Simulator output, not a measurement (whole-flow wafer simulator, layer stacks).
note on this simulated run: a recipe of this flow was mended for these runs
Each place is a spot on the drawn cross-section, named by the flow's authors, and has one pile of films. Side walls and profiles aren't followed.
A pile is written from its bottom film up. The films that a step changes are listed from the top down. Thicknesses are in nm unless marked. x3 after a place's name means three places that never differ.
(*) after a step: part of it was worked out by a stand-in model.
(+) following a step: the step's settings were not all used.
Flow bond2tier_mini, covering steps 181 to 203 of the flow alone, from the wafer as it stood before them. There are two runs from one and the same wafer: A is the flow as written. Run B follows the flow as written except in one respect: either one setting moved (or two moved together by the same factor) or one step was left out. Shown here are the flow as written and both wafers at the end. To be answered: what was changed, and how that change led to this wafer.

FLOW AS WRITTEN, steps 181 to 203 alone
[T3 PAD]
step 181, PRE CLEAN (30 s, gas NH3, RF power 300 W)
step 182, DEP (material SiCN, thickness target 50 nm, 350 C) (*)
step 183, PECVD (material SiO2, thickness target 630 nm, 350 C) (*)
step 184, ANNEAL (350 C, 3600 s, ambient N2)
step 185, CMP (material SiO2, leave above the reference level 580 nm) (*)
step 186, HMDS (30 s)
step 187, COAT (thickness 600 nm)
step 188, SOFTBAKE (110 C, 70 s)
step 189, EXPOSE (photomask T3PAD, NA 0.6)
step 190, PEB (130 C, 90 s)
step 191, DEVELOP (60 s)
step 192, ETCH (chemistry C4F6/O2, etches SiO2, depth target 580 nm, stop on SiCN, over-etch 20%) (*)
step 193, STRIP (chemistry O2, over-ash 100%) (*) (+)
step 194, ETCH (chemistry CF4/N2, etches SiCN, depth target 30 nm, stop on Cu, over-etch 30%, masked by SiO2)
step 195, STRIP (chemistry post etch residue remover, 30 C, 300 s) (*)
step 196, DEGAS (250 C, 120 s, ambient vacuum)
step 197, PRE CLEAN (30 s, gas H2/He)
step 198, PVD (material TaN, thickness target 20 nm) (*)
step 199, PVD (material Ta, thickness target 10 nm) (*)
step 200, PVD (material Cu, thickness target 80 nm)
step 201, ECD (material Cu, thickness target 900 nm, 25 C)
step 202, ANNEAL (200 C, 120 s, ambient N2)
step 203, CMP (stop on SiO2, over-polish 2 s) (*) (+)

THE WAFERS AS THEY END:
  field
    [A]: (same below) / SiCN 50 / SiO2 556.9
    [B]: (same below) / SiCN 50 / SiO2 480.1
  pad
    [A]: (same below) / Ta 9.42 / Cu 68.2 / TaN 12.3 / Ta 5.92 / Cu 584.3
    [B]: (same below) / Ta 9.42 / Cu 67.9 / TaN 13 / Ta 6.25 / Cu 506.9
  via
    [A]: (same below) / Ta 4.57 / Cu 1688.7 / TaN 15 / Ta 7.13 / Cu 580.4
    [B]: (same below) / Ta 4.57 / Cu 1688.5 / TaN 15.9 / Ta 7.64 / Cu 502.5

Cause: step 183, PECVD: thickness target 493.9 nm was run, while the flow as written has thickness target 630 nm.

Step by step, how the change led to this:
  step 183, PECVD (material SiO2, thickness target 630 nm, 350 C) (*)
      field, pad, via: A +630 SiO2 (new film) | B +493.9 SiO2 (new film)
  step 185, CMP (material SiO2, leave above the reference level 580 nm) (*)
      pad, via: A -50 SiO2 | B nothing
      field: A -47.1 SiO2 | B nothing
  step 192, ETCH (chemistry C4F6/O2, etches SiO2, depth target 580 nm, stop on SiCN, over-etch 20%) (*)
      pad, via: A -580 SiO2 (all of it), -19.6 SiCN | B -493.9 SiO2 (all of it), -34.1 SiCN
      field: A -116 thick-KrF-resist | B -98.8 thick-KrF-resist
  step 193, STRIP (chemistry O2, over-ash 100%) (*) (+)
      field: A -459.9 thick-KrF-resist (all of it) | B -478.4 thick-KrF-resist (all of it)
  step 194, ETCH (chemistry CF4/N2, etches SiCN, depth target 30 nm, stop on Cu, over-etch 30%, masked by SiO2)
      pad, via: A -30.4 SiCN (all of it), -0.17 Cu | B -15.9 SiCN (all of it), -0.46 Cu
      field: A -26 SiO2 | B -13.8 SiO2
  step 198, PVD (material TaN, thickness target 20 nm) (*)
      pad: A +12.3 TaN (new film) | B +13 TaN (new film)
      via: A +15 TaN (new film) | B +15.9 TaN (new film)
  step 199, PVD (material Ta, thickness target 10 nm) (*)
      via: A +7.13 Ta (new film) | B +7.64 Ta (new film)
  step 200, PVD (material Cu, thickness target 80 nm)
      pad: A +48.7 Cu (new film) | B +51.2 Cu (new film)
      via: A +59.4 Cu (new film) | B +63.2 Cu (new film)
  step 201, ECD (material Cu, thickness target 900 nm, 25 C)
      pad: A +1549 Cu | B +1469 Cu
      via: A +1534.4 Cu | B +1452.6 Cu
